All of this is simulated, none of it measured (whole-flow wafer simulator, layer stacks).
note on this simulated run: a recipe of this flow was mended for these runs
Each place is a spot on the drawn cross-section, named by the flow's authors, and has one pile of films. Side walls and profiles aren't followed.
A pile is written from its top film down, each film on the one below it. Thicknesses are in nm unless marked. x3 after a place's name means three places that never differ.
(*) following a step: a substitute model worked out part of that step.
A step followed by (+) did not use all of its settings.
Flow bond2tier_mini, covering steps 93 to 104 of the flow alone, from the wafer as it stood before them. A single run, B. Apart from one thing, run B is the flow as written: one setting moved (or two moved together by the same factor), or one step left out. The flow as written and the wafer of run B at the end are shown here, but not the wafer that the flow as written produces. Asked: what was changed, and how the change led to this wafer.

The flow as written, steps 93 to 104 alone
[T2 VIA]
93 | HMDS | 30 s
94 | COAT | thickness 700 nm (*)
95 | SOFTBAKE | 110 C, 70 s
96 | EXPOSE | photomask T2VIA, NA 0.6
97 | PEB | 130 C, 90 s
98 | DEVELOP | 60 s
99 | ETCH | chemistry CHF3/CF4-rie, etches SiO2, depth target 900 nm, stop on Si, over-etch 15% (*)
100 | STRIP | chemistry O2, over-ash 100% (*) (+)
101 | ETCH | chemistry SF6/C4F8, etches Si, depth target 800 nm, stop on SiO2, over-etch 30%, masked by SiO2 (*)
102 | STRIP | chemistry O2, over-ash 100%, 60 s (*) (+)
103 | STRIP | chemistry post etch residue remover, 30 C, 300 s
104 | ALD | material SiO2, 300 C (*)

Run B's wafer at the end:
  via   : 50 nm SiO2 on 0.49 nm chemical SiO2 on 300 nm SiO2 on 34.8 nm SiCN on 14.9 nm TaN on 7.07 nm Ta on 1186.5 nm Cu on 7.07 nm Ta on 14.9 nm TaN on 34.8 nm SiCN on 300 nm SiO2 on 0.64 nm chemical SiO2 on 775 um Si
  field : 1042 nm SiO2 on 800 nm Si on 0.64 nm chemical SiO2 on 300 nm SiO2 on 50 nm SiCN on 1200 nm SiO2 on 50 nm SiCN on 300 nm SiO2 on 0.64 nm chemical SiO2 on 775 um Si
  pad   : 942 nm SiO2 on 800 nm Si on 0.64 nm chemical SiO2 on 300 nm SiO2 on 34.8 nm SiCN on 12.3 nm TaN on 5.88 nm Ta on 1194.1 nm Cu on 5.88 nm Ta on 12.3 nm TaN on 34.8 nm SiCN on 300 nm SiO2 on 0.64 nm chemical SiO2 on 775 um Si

Cause: step 101, ETCH: depth target 618.2 nm was run, while the flow as written has depth target 800 nm.

The path from the change to this, step by step:
  101 | ETCH | chemistry SF6/C4F8, etches Si, depth target 800 nm, stop on SiO2, over-etch 30%, masked by SiO2 (*)
      via: -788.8 Si (all of it), -0.15 chemical SiO2 (as written it would have been: -788.8 Si (all of it), -0.64 chemical SiO2 (all of it), -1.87 SiO2)
      field, pad: -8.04 SiO2 (as written it would have been: -10.3 SiO2)
  104 | ALD | material SiO2, 300 C (*)
      via: +50 SiO2 (new film) (as written it would have been: +50 SiO2)
